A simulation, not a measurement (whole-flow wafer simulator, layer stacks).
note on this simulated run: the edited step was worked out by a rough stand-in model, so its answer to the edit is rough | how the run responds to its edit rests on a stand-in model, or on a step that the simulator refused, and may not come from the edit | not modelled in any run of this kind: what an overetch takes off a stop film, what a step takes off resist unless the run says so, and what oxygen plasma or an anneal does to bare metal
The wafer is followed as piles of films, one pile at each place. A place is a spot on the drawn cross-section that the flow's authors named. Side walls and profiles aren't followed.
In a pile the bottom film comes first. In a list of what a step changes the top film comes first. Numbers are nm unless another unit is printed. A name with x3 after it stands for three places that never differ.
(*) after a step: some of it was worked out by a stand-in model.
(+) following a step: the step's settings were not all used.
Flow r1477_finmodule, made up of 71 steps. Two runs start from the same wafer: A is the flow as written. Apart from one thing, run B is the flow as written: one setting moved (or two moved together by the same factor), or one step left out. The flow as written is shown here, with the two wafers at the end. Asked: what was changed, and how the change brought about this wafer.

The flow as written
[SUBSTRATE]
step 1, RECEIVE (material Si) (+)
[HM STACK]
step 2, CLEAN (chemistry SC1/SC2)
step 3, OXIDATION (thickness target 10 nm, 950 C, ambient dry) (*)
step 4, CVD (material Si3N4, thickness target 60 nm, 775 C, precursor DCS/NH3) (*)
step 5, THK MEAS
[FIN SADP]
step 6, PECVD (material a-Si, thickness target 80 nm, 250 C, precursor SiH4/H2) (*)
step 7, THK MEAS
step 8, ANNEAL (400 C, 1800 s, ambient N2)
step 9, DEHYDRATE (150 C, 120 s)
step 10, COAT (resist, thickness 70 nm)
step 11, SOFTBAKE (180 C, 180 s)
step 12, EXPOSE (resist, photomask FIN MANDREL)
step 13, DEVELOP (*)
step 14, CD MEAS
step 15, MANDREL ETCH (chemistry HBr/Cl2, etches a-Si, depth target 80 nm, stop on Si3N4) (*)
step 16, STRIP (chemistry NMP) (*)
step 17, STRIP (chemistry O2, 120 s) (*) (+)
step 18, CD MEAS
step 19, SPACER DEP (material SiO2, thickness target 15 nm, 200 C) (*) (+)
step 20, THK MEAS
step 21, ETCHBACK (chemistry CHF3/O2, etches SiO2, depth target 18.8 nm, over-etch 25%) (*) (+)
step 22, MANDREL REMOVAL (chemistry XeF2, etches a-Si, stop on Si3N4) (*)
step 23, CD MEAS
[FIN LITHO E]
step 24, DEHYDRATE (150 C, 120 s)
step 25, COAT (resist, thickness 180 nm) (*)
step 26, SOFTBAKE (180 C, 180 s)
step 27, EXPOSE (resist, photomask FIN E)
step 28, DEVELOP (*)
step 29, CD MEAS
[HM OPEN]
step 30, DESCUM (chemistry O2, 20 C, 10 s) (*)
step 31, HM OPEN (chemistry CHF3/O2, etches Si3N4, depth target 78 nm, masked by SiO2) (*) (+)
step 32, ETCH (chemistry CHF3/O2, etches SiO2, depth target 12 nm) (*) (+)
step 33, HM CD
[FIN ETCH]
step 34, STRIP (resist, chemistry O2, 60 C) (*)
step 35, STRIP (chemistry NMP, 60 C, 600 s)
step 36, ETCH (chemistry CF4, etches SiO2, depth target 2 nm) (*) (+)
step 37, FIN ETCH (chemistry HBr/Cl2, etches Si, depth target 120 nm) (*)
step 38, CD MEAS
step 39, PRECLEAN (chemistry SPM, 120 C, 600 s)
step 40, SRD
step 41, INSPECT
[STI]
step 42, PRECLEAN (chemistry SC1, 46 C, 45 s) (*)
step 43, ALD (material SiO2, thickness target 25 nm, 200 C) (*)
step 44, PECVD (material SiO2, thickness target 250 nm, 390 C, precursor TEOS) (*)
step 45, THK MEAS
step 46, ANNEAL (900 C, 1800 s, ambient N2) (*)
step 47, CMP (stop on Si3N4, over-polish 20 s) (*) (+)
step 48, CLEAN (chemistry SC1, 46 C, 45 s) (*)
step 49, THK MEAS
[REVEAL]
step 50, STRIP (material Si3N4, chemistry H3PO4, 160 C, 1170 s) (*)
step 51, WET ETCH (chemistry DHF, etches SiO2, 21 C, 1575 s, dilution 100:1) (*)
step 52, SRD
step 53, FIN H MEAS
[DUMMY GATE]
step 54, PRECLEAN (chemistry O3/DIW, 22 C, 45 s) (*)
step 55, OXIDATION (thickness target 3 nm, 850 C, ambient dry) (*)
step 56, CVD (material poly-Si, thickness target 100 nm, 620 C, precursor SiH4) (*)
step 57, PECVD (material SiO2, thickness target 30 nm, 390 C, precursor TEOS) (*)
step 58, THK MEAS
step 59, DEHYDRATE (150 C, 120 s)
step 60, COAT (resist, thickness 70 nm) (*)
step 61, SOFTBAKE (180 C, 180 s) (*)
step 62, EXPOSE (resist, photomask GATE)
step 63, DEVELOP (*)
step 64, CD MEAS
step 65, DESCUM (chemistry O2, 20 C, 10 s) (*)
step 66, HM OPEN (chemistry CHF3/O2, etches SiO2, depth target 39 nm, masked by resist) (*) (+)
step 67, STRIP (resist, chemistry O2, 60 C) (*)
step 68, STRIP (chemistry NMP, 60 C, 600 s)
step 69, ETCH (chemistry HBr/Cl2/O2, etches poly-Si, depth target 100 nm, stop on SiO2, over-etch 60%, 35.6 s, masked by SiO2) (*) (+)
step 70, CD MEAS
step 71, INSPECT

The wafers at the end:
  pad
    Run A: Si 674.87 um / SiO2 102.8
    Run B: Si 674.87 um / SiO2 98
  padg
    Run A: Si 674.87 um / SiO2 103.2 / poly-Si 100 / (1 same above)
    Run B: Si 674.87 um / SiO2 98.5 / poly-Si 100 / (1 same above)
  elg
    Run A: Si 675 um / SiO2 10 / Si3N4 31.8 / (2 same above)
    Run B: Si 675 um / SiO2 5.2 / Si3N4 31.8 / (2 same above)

Cause: step 3, OXIDATION: thickness target 5.2 nm was run, while the flow as written has thickness target 10 nm.
The wafer lets one read it off: elg has SiO2 5.2, and step 3 as written asks for 10 nm.

Step by step, how the change led to this:
  step 3, OXIDATION (thickness target 10 nm, 950 C, ambient dry) (*)
      pad, padg, elg and 33 more: A +10 SiO2 (new film), -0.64 chemical SiO2 (all of it), -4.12 Si | B +5.2 SiO2 (new film), -0.64 chemical SiO2 (all of it), -2 Si
  step 31, HM OPEN (chemistry CHF3/O2, etches Si3N4, depth target 78 nm, masked by SiO2) (*) (+)
      s40cg, s45cg, s50cg, s40co, s45co, s50co: A -60 Si3N4 (all of it), -9 SiO2 | B -60 Si3N4 (all of it), -5.2 SiO2 (all of it)
      pad, padg, esg and 13 more: A -56.4 Si3N4 (all of it), -10 SiO2 (all of it) | B -56.4 Si3N4 (all of it), -5.2 SiO2 (all of it)
  step 32, ETCH (chemistry CHF3/O2, etches SiO2, depth target 12 nm) (*) (+)
      s40cg, s40co: A -1 SiO2 (all of it), -2.2 Si | B -2.09 Si
      s45cg, s45co: A -1 SiO2 (all of it), -2.2 Si | B -2.13 Si
      (also at 2 further places)
  step 43, ALD (material SiO2, thickness target 25 nm, 200 C) (*)
      s40cg, s45cg, s40co, s45co: A +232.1 SiO2 (new film) | B +227.2 SiO2 (new film)
      s50cg, s50co: A +232.1 SiO2 (new film) | B +227.3 SiO2 (new film)
      (also at 1 further place)
  step 47, CMP (stop on Si3N4, over-polish 20 s) (*) (+)
      pad, padg, e40sg and 11 more: A -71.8 SiO2 | B -76.6 SiO2
      eso: A -72.4 SiO2 | B -77.2 SiO2
  step 51, WET ETCH (chemistry DHF, etches SiO2, 21 C, 1575 s, dilution 100:1) (*)
      s40sg_line, s45sg_line, s50sg_line, s40so_line, s45so_line, s50so_line: A -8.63 SiO2 (all of it) | B -3.83 SiO2 (all of it)
  step 56, CVD (material poly-Si, thickness target 100 nm, 620 C, precursor SiH4) (*)
      s40cg, s40co: A +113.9 poly-Si (new film) | B +120.7 poly-Si (new film)
      s45cg, s45co: A +113.4 poly-Si (new film) | B +118.2 poly-Si (new film)
      (also at 2 further places)
  step 60, COAT (resist, thickness 70 nm) (*)
      s40cg, s40co: A +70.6 resist (new film) | B +68.9 resist (new film)
      s40sg, s40so: A +91 resist (new film) | B +96.1 resist (new film)
      (also at 4 further places)
  step 63, DEVELOP (*)
      s40co: A -70.6 resist (all of it) | B -68.9 resist (all of it)
      s40so: A -91 resist (all of it) | B -96.1 resist (all of it)
      (also at 2 further places)
  step 67, STRIP (resist, chemistry O2, 60 C) (*)
      s40cg: A -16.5 resist (all of it) | B -14.8 resist (all of it)
      s40sg: A -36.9 resist (all of it) | B -42 resist (all of it)
      (also at 2 further places)
  step 69, ETCH (chemistry HBr/Cl2/O2, etches poly-Si, depth target 100 nm, stop on SiO2, over-etch 60%, 35.6 s, masked by SiO2) (*) (+)
      s40co: A -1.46 chemical SiO2 (all of it), -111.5 poly-Si (all of it), -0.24 SiO2 | B -1.46 chemical SiO2 (all of it), -118.3 poly-Si (all of it), -0.21 SiO2
      s45co: A -1.46 chemical SiO2 (all of it), -110.9 poly-Si (all of it), -0.25 SiO2 | B -1.46 chemical SiO2 (all of it), -115.7 poly-Si (all of it), -0.22 SiO2
      (also at 1 further place)
